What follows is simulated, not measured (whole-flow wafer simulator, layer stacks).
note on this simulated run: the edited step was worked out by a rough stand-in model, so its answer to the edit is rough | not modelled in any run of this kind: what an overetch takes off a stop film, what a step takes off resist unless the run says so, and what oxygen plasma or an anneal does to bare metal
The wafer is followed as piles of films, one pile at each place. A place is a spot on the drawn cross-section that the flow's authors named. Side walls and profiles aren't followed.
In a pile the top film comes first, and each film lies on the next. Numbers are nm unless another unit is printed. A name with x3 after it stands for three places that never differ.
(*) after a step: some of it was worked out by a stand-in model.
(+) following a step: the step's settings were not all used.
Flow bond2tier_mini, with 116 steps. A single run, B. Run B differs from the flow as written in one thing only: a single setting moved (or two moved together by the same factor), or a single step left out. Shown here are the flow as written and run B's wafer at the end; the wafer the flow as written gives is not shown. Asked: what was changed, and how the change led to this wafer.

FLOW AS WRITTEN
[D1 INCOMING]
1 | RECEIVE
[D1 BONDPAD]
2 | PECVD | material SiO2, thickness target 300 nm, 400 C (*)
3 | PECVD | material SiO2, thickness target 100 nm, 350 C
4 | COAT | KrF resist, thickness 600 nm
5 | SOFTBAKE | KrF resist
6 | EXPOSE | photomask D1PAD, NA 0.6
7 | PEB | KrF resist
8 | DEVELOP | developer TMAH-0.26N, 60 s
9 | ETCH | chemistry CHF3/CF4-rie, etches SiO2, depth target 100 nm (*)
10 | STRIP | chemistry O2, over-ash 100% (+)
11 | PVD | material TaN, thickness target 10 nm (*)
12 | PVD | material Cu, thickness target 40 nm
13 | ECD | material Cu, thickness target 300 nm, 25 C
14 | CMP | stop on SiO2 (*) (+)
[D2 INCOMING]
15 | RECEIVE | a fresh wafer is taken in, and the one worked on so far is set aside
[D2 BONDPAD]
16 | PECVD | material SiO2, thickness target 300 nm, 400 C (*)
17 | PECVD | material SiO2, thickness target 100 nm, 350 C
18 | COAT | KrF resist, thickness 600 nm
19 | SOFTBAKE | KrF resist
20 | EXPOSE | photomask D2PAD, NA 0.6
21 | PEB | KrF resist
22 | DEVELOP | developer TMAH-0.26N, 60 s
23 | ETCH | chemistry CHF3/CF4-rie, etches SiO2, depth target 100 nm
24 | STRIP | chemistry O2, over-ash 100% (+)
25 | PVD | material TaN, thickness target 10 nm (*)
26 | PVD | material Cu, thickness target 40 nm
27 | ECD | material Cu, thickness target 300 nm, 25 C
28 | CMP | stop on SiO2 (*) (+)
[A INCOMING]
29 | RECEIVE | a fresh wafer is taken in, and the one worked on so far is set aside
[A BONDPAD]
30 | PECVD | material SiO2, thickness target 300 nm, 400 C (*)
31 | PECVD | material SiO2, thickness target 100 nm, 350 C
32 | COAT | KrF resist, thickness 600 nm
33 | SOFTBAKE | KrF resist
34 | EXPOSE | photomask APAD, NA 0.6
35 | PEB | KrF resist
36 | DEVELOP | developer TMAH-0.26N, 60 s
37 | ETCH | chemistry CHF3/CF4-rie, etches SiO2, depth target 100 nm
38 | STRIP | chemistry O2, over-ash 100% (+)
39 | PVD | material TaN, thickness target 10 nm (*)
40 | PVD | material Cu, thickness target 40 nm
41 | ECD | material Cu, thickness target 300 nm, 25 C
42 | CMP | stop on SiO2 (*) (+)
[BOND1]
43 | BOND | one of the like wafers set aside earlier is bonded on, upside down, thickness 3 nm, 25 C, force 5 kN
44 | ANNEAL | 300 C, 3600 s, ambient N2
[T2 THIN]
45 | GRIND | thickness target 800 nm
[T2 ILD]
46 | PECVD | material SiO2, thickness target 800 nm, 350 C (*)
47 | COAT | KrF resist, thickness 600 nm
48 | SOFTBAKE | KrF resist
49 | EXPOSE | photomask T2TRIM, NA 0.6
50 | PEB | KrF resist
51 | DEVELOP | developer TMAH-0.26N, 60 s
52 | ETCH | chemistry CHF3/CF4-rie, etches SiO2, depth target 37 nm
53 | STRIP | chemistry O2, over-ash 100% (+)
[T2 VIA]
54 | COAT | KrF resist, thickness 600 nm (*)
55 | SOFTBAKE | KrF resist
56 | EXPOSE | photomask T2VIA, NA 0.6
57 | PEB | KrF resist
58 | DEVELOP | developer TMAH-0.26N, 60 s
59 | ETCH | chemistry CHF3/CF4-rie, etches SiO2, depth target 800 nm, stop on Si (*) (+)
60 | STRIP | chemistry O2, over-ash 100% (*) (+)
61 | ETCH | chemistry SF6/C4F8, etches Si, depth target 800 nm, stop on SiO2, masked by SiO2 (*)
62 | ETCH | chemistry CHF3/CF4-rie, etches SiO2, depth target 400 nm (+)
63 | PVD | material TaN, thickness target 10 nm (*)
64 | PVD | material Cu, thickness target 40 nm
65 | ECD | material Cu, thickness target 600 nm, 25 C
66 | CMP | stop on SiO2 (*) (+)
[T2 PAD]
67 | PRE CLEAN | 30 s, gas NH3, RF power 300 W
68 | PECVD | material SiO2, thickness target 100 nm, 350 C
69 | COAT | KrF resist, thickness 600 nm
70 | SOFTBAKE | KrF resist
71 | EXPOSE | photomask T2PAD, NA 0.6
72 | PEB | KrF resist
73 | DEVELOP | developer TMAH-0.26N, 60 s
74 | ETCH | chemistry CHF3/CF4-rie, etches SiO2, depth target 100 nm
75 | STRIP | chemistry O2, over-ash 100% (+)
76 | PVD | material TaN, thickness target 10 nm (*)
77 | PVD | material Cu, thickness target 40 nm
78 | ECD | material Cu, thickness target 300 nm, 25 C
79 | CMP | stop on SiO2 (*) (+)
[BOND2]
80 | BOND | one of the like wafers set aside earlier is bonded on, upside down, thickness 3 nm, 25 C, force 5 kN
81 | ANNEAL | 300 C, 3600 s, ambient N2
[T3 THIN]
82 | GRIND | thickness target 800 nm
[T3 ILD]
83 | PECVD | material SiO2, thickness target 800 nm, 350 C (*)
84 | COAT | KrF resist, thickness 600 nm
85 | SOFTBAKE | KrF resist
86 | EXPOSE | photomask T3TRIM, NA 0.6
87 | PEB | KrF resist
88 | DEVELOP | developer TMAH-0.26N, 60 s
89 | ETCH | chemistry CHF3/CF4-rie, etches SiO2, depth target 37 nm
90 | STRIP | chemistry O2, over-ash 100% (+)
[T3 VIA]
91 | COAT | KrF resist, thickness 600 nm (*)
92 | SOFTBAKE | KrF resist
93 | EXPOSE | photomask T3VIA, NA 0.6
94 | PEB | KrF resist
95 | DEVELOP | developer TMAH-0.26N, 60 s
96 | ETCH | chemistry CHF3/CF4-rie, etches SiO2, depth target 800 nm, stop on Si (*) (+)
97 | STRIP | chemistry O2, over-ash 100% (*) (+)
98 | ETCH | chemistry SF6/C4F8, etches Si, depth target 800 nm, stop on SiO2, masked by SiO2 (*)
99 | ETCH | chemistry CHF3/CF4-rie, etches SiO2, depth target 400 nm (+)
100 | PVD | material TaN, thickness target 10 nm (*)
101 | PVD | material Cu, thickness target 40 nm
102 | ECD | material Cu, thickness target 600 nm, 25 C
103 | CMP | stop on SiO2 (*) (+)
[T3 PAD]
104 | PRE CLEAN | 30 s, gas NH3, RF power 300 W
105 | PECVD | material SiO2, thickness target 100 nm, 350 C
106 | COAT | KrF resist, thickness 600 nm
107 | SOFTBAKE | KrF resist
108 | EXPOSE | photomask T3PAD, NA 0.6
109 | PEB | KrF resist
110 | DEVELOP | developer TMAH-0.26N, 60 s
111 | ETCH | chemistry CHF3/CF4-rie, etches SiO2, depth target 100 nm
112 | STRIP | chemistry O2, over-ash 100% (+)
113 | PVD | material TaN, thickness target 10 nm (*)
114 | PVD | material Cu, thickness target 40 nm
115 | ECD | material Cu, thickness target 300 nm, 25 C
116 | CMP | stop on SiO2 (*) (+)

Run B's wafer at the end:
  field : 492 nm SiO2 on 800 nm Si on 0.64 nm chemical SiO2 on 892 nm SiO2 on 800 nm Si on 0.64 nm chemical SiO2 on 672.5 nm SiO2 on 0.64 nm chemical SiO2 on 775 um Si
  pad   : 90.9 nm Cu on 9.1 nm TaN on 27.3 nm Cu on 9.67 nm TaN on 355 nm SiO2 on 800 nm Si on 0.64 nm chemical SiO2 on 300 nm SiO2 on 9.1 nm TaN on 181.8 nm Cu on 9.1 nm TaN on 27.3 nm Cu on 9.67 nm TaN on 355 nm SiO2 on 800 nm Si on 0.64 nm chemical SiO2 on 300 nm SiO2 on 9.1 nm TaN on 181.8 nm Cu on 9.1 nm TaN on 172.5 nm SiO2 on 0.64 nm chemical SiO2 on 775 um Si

The reason: step 30, PECVD: thickness target 172.5 nm was run, while the flow as written has thickness target 300 nm.
The wafer lets one read it off: pad has SiO2 172.5, and step 30 as written asks for 300 nm.

The path from the change to this, step by step:
  30 | PECVD | material SiO2, thickness target 300 nm, 400 C (*)
      field, pad, via: +172.5 SiO2 (new film) (in the flow as written it would be: +300 SiO2 (new film))
